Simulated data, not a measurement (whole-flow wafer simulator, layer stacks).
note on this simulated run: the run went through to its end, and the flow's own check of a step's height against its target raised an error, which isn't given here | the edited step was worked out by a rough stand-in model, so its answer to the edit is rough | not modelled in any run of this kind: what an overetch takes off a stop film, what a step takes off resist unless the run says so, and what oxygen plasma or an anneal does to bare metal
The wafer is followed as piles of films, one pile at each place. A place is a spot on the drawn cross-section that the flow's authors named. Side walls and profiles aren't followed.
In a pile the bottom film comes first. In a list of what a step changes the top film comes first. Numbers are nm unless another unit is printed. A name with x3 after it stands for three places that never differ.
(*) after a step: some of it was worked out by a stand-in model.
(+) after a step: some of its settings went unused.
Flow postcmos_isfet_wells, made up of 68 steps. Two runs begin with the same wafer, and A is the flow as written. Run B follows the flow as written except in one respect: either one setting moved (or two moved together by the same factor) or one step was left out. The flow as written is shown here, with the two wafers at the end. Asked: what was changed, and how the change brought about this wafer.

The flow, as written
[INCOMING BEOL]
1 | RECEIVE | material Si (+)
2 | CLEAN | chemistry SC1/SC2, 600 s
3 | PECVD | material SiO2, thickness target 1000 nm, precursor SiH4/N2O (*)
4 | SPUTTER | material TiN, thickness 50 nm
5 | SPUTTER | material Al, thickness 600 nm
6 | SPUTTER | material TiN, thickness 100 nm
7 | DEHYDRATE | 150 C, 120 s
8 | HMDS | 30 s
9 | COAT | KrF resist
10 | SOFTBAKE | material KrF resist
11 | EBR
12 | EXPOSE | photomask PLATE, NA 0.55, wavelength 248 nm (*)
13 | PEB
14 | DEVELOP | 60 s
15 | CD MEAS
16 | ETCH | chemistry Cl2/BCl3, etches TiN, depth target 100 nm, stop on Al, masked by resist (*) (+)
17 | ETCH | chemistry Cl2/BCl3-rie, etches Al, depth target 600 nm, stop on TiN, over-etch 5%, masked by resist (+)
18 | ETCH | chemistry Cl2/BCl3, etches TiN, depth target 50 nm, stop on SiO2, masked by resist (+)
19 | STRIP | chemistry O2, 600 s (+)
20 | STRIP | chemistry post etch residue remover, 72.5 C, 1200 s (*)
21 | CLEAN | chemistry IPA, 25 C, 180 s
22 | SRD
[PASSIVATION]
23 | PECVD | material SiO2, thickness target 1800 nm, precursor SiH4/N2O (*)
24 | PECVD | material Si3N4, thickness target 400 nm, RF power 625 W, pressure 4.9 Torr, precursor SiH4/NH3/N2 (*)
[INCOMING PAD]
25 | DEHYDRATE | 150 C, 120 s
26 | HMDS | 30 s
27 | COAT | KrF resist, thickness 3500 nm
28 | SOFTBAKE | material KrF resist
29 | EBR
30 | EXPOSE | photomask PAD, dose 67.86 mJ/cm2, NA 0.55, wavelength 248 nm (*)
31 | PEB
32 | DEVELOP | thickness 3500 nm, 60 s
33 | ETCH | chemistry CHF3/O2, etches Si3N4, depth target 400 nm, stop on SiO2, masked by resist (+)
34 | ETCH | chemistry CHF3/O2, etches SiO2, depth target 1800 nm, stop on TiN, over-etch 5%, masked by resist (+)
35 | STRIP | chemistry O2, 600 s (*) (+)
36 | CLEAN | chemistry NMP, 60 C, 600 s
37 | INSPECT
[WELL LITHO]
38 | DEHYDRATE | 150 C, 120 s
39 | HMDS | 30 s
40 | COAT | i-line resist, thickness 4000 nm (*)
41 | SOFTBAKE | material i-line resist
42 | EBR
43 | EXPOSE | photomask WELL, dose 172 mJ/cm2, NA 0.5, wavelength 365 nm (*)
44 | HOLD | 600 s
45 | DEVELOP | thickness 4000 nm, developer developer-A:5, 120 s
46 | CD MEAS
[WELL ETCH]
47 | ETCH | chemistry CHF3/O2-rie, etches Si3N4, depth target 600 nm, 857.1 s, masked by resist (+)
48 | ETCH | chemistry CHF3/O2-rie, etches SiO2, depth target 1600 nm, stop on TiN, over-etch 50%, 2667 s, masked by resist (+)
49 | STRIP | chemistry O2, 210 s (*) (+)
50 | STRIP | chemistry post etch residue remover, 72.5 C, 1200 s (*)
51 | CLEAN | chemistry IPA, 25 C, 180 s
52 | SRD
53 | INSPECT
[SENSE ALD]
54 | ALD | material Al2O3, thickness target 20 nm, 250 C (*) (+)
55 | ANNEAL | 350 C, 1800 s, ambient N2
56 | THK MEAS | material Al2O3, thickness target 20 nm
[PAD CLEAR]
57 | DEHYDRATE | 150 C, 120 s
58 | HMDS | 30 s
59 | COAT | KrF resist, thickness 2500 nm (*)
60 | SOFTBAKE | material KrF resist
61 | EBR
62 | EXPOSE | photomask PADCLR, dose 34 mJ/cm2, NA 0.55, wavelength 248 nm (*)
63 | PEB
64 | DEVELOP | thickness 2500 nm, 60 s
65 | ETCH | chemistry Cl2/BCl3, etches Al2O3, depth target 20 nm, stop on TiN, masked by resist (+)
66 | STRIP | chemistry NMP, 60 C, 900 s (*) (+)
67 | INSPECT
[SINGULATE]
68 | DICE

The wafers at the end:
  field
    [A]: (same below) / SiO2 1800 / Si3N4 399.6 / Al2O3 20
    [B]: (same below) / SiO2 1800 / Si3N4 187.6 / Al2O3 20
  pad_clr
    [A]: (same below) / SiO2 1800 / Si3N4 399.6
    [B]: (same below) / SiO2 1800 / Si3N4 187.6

What caused this: step 24, PECVD: thickness target 188 nm was run, whereas the flow has thickness target 400 nm.

The path from the change to this, step by step:
  24 | PECVD | material Si3N4, thickness target 400 nm, RF power 625 W, pressure 4.9 Torr, precursor SiH4/NH3/N2 (*)
      field, margin, well900, well1300 x3, pad_rim, pad_clr, pad_open: A +400 Si3N4 (new film) | B +188 Si3N4 (new film)
  33 | ETCH | chemistry CHF3/O2, etches Si3N4, depth target 400 nm, stop on SiO2, masked by resist (+)
      field, margin, well900, well1300 x3, pad_rim, pad_clr: A -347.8 KrF resist | B -245.2 KrF resist
      pad_open: A -400 Si3N4 (all of it) | B -188 Si3N4 (all of it)
  35 | STRIP | chemistry O2, 600 s (*) (+)
      field, margin, well900, well1300 x3, pad_rim, pad_clr: A -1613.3 KrF resist (all of it) | B -1715.9 KrF resist (all of it)
  41 | SOFTBAKE | material i-line resist
      pad_clr: A -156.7 i-line resist | B -135.7 i-line resist
      pad_open: A +115.3 i-line resist | B +105.9 i-line resist
  47 | ETCH | chemistry CHF3/O2-rie, etches Si3N4, depth target 600 nm, 857.1 s, masked by resist (+)
      well900, well1300 x3: A -400 Si3N4 (all of it), -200 SiO2 | B -188 Si3N4 (all of it), -412 SiO2
  48 | ETCH | chemistry CHF3/O2-rie, etches SiO2, depth target 1600 nm, stop on TiN, over-etch 50%, 2667 s, masked by resist (+)
      well900, well1300 x3: A -1600 SiO2 (all of it) | B -1388 SiO2 (all of it)
  49 | STRIP | chemistry O2, 210 s (*) (+)
      pad_clr: A -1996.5 i-line resist (all of it) | B -2083.8 i-line resist (all of it)
      pad_open: A -3816.3 i-line resist (all of it) | B -3730.8 i-line resist (all of it)
  59 | COAT | KrF resist, thickness 2500 nm (*)
      field: A +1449 KrF resist (new film) | B +1550.3 KrF resist (new film)
      margin: A +1448.9 KrF resist (new film) | B +1550.2 KrF resist (new film)
      (as well as at 2 more places)
  63 | PEB
      field, margin: A -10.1 KrF resist | B -10.8 KrF resist
  64 | DEVELOP | thickness 2500 nm, 60 s
      pad_clr: A -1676 KrF resist (all of it) | B -1746.9 KrF resist (all of it)
  66 | STRIP | chemistry NMP, 60 C, 900 s (*) (+)
      field: A -1400.1 KrF resist (all of it) | B -1500.7 KrF resist (all of it)
      margin: A -1400.1 KrF resist (all of it) | B -1500.6 KrF resist (all of it)
      (as well as at 1 more place)
